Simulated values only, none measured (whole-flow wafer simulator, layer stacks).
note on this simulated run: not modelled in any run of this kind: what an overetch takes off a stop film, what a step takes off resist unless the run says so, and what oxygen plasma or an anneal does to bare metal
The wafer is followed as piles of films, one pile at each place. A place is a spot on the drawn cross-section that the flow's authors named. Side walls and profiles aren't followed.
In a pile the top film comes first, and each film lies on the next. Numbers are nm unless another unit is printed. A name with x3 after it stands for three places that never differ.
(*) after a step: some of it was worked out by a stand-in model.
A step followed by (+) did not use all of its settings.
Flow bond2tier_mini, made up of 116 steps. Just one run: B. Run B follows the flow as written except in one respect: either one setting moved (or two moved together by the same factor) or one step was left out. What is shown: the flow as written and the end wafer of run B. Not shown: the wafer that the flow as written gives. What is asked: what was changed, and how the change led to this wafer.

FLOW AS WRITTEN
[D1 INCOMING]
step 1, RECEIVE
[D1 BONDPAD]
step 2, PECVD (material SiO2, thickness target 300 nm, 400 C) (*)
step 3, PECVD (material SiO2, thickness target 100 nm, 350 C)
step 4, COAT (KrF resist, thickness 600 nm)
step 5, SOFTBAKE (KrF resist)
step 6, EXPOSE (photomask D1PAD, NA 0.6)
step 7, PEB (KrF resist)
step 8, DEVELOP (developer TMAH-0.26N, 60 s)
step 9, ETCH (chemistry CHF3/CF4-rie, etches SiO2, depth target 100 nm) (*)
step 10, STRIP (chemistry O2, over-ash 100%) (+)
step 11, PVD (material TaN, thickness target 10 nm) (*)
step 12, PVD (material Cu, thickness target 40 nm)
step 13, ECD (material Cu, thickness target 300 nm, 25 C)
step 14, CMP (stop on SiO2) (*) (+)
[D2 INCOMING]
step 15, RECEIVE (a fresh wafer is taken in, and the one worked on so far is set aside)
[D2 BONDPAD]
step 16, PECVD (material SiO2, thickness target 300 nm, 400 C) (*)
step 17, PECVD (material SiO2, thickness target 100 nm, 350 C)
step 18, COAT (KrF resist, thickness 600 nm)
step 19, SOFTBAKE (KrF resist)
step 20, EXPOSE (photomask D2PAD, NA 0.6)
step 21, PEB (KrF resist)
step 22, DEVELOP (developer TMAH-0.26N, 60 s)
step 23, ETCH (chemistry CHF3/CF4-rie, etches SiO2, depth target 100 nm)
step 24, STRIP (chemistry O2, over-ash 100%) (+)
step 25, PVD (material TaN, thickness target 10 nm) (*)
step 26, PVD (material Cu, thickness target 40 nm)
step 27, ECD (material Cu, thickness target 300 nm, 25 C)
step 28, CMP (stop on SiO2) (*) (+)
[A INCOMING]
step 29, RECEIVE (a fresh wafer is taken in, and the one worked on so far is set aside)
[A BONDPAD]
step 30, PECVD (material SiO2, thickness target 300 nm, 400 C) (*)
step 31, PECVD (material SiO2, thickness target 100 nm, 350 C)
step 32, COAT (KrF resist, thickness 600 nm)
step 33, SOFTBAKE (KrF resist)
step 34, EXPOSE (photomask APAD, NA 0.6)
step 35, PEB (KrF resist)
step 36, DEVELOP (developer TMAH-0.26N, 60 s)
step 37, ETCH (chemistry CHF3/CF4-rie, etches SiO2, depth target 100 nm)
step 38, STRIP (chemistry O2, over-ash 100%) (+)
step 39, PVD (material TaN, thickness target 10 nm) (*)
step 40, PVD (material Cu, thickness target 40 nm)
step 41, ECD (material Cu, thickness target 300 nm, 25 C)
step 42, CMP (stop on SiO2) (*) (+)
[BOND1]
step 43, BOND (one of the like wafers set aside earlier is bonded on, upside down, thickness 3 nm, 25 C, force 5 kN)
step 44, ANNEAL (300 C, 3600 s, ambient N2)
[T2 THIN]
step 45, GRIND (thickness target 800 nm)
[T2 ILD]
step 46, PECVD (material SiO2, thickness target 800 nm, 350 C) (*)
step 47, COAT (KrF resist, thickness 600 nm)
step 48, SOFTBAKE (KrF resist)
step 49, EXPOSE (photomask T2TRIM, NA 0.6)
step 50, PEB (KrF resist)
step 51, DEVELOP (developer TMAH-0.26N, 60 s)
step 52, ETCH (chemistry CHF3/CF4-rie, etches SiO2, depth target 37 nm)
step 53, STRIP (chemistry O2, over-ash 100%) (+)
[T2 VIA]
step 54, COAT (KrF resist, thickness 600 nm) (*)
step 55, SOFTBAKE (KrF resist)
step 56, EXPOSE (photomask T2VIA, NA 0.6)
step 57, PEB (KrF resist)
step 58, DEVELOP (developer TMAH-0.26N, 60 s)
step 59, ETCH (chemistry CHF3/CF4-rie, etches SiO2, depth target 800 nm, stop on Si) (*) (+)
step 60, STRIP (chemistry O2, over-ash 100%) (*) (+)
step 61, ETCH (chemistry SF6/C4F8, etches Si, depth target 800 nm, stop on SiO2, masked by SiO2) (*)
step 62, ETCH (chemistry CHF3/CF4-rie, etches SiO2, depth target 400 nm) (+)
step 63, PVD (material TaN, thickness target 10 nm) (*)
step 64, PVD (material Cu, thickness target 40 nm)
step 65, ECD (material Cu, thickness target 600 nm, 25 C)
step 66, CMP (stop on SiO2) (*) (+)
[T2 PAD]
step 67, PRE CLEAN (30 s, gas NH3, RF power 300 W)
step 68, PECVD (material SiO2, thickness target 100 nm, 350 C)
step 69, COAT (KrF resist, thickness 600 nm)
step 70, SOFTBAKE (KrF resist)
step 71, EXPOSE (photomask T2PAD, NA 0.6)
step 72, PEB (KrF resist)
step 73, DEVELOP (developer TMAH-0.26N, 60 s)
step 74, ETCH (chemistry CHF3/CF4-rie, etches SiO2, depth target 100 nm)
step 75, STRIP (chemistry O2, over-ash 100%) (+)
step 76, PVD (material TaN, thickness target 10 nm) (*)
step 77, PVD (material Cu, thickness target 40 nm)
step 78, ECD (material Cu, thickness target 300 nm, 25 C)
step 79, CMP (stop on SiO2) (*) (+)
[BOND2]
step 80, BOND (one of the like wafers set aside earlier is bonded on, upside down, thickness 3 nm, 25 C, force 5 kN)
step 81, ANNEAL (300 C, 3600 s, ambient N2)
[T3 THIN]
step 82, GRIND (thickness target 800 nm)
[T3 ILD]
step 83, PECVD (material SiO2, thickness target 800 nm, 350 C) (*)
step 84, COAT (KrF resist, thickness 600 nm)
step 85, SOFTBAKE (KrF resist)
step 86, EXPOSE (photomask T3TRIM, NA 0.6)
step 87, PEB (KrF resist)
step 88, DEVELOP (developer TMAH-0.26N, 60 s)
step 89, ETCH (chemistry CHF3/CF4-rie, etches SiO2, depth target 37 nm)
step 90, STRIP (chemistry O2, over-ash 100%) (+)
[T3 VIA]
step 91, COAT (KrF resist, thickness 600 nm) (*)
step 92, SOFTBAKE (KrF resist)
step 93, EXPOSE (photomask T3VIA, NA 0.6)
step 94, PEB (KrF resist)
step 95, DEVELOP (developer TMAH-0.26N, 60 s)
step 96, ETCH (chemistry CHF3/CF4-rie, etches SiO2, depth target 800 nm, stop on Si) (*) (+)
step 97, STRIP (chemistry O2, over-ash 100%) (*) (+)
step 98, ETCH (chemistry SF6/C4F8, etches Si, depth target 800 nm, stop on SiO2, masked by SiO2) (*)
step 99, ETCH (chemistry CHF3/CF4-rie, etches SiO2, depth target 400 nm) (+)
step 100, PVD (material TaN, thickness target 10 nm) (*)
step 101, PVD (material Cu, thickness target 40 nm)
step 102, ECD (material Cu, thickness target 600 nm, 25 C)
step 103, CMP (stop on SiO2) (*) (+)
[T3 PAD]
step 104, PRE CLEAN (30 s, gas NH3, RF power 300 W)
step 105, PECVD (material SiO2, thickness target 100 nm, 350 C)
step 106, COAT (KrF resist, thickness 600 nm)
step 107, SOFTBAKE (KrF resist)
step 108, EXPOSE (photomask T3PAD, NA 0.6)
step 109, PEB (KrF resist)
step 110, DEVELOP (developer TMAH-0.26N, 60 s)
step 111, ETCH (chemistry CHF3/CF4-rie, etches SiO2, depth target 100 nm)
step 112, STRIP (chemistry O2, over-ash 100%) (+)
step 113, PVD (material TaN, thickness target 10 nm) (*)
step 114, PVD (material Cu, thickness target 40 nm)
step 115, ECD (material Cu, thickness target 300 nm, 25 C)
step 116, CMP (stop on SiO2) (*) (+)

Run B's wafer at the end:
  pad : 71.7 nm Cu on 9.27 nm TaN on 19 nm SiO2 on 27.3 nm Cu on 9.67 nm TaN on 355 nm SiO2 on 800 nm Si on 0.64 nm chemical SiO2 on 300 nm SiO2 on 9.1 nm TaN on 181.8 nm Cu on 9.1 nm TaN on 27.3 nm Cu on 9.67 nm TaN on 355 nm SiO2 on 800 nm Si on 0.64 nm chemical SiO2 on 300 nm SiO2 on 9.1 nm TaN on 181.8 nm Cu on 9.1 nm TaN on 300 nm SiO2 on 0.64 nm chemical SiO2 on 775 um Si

Cause: step 111, ETCH: depth target 81 nm was run, while the flow as written has depth target 100 nm.

The path from the change to this, step by step:
  step 111, ETCH (chemistry CHF3/CF4-rie, etches SiO2, depth target 100 nm)
      pad: -81 SiO2 (in the flow as written it would be: -100 SiO2 (all of it))
      field: -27 KrF resist (in the flow as written it would be: -33.3 KrF resist)
  step 115, ECD (material Cu, thickness target 300 nm, 25 C)
      pad: +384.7 Cu (in the flow as written it would be: +404.5 Cu)
If metal films that touch count as one body, pad has 4 bodies (between them, from the top down: SiO2 19; SiO2 355 / Si 800 / chemical SiO2 0.64 / SiO2 300; SiO2 355 / Si 800 / chemical SiO2 0.64 / SiO2 300); the flow as written gives 3 bodies (between them, from the top down: SiO2 355 / Si 800 / chemical SiO2 0.64 / SiO2 300; SiO2 355 / Si 800 / chemical SiO2 0.64 / SiO2 300).
